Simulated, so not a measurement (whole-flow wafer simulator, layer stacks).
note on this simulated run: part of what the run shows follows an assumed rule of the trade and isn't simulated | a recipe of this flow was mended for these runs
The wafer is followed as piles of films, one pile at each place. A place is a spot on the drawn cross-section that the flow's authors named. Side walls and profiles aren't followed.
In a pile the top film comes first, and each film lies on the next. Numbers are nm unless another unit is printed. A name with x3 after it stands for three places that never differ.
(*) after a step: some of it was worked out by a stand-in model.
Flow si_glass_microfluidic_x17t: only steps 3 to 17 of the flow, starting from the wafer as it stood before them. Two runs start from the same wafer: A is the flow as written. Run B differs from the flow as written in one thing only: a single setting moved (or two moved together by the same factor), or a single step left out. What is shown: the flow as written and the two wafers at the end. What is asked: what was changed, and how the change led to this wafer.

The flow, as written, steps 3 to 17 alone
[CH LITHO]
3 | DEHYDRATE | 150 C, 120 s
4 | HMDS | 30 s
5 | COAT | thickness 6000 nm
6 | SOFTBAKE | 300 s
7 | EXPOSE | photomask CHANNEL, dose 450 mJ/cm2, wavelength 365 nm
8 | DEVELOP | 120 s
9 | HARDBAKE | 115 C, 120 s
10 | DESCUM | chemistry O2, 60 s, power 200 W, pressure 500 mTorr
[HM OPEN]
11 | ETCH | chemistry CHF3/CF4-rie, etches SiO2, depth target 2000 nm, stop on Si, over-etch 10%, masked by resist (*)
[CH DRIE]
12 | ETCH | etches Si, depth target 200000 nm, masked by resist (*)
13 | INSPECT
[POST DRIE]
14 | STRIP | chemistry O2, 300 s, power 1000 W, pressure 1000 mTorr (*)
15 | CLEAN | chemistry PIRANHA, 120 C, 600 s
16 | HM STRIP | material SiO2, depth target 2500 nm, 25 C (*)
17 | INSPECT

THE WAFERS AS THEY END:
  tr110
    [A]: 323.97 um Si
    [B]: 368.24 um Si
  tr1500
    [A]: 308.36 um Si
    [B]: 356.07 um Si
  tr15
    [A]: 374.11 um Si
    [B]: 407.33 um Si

What caused this: step 11, ETCH: depth target 1550 nm was run, while the flow as written has depth target 2000 nm.

Step by step, how the change led to this:
  11 | ETCH | chemistry CHF3/CF4-rie, etches SiO2, depth target 2000 nm, stop on Si, over-etch 10%, masked by resist (*)
      tr110, tr1500, tr15: A -2000 SiO2 (all of it), -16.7 Si | B -1705 SiO2
      land: A -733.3 thick-i-line-resist | B -568.3 thick-i-line-resist
  12 | ETCH | etches Si, depth target 200000 nm, masked by resist (*)
      tr110: A -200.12 um Si | B -295 SiO2 (all of it), -155.87 um Si
      tr1500: A -215.73 um Si | B -295 SiO2 (all of it), -168.05 um Si
      (also at 1 further place)
  14 | STRIP | chemistry O2, 300 s, power 1000 W, pressure 1000 mTorr (*)
      land: A -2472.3 thick-i-line-resist (all of it) | B -2637.1 thick-i-line-resist (all of it)
